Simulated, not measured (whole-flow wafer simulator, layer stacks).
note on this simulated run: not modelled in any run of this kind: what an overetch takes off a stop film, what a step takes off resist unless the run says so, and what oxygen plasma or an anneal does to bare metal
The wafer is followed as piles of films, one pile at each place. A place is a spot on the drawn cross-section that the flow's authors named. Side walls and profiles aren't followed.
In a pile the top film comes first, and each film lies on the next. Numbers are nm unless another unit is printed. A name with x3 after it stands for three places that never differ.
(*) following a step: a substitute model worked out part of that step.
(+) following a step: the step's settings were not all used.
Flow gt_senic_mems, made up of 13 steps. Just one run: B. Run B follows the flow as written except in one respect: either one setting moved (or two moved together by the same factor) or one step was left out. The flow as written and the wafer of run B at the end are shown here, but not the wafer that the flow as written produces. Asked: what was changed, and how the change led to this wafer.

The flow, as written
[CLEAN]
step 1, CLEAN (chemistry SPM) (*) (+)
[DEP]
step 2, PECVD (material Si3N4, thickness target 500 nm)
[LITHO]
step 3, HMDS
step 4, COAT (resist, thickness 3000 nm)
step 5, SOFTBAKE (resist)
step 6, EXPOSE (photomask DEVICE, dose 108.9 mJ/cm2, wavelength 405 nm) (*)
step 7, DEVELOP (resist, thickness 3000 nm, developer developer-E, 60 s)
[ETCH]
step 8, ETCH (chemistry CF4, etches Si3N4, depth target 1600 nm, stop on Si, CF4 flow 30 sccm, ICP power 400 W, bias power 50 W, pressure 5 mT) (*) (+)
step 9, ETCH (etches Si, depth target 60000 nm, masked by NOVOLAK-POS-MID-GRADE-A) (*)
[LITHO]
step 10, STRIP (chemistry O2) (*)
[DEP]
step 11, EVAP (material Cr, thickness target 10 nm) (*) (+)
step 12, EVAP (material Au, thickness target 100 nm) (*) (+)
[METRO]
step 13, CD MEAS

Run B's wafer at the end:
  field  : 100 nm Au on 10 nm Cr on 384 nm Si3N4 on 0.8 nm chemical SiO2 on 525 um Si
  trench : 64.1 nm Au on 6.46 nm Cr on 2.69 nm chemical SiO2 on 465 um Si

Cause: step 2, PECVD: thickness target 384 nm was run, whereas the flow has thickness target 500 nm.
The wafer lets one read it off: field has Si3N4 384, and step 2 as written asks for 500 nm.

Step by step, how the change led to this:
  step 2, PECVD (material Si3N4, thickness target 500 nm)
      field, trench: +384 Si3N4 (new film) (in the flow as written it would be: +500 Si3N4 (new film))
  step 8, ETCH (chemistry CF4, etches Si3N4, depth target 1600 nm, stop on Si, CF4 flow 30 sccm, ICP power 400 W, bias power 50 W, pressure 5 mT) (*) (+)
      field: -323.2 resist (in the flow as written it would be: -400.5 resist)
      trench: -384 Si3N4 (all of it), -0.8 chemical SiO2 (all of it) (in the flow as written it would be: -500 Si3N4 (all of it), -0.8 chemical SiO2 (all of it))
  step 10, STRIP (chemistry O2) (*)
      field: -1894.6 resist (all of it) (in the flow as written it would be: -1817.3 resist (all of it))
